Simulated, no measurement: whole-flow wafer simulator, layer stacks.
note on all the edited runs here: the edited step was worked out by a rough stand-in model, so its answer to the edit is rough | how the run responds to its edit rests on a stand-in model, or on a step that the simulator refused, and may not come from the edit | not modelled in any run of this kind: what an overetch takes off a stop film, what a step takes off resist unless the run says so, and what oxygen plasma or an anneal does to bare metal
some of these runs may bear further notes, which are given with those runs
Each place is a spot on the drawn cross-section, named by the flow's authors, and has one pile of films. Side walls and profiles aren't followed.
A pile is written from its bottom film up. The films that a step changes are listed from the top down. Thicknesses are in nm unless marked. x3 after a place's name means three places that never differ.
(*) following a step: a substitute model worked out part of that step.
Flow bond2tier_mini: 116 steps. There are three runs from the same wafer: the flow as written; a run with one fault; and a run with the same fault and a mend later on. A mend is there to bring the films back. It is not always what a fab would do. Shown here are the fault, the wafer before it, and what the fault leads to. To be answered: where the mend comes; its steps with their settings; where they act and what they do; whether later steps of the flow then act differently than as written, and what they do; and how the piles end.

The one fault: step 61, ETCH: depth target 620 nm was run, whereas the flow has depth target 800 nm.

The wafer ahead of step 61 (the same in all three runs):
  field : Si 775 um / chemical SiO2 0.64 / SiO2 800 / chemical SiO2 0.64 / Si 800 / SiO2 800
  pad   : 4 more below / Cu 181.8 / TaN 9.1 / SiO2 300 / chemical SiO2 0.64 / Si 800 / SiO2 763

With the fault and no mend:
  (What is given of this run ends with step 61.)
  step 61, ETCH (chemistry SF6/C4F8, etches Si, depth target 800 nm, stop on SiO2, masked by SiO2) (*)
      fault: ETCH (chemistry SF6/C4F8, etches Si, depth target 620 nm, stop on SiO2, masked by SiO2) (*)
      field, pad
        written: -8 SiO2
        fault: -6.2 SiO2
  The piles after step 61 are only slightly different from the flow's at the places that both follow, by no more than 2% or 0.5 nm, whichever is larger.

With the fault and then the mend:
  The mend follows step 61.
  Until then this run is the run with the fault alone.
  step 61a, ETCH (chemistry SF6/C4F8, etches Si, depth target 180 nm, stop on SiO2, masked by SiO2) (*) (a further turn of the flow's step 61, with different settings)
      field, pad
        -1.8 SiO2
  Later steps of the flow that are run all act as written at every place that is followed.
  At every place that both follow, the piles at the end match the flow's.
